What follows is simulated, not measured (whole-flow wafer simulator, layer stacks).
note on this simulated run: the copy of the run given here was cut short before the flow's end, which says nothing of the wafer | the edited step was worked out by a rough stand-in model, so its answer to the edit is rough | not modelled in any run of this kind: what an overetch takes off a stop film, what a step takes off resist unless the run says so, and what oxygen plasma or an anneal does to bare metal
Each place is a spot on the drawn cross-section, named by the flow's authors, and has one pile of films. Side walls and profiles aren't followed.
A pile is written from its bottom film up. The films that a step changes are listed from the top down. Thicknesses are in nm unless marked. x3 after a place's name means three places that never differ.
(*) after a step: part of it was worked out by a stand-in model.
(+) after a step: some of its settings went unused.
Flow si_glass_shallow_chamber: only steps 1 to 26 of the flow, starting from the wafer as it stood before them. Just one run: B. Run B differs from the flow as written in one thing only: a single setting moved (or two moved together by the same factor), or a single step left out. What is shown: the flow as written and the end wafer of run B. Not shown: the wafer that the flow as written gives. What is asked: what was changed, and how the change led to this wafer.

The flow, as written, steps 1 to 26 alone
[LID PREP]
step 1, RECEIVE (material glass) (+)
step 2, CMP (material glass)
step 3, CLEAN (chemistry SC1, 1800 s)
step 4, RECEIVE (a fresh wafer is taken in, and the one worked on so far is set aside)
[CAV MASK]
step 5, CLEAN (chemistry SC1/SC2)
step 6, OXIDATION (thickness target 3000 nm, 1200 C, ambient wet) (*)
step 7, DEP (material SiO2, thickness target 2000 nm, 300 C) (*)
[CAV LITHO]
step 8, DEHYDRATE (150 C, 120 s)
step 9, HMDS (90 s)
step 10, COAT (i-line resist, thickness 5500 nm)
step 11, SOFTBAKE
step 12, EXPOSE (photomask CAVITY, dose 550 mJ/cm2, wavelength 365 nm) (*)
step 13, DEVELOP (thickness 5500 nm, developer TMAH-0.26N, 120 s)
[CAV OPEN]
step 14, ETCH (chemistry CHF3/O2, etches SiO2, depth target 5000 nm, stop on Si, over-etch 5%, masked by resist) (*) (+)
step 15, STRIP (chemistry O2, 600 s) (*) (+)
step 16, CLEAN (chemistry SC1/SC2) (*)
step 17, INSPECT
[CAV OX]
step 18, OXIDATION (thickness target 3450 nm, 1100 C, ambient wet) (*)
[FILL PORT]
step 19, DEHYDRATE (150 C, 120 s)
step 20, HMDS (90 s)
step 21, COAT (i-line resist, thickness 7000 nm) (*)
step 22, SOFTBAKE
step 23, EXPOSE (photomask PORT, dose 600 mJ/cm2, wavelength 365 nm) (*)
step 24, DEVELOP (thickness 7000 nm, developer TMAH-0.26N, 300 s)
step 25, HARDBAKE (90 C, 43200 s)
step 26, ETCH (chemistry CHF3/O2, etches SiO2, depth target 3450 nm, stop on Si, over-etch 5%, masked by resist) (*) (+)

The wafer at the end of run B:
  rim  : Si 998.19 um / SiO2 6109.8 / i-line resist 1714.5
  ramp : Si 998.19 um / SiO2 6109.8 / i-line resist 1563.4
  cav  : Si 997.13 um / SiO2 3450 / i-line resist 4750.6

What caused this: step 14, ETCH: over-etch 3.25% was run, while the flow as written has over-etch 5%.

The path from the change to this, step by step:
  step 14, ETCH (chemistry CHF3/O2, etches SiO2, depth target 5000 nm, stop on Si, over-etch 5%, masked by resist) (*) (+)
      cav, port: SiO2 loses 5000 (all of it), Si loses 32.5 (it would be, as written: SiO2 loses 5000 (all of it), Si loses 50)
  step 15, STRIP (chemistry O2, 600 s) (*) (+)
      rim, ramp, septum, ring: i-line resist loses 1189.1 (all of it) (it would be, as written: i-line resist loses 1116.2 (all of it))
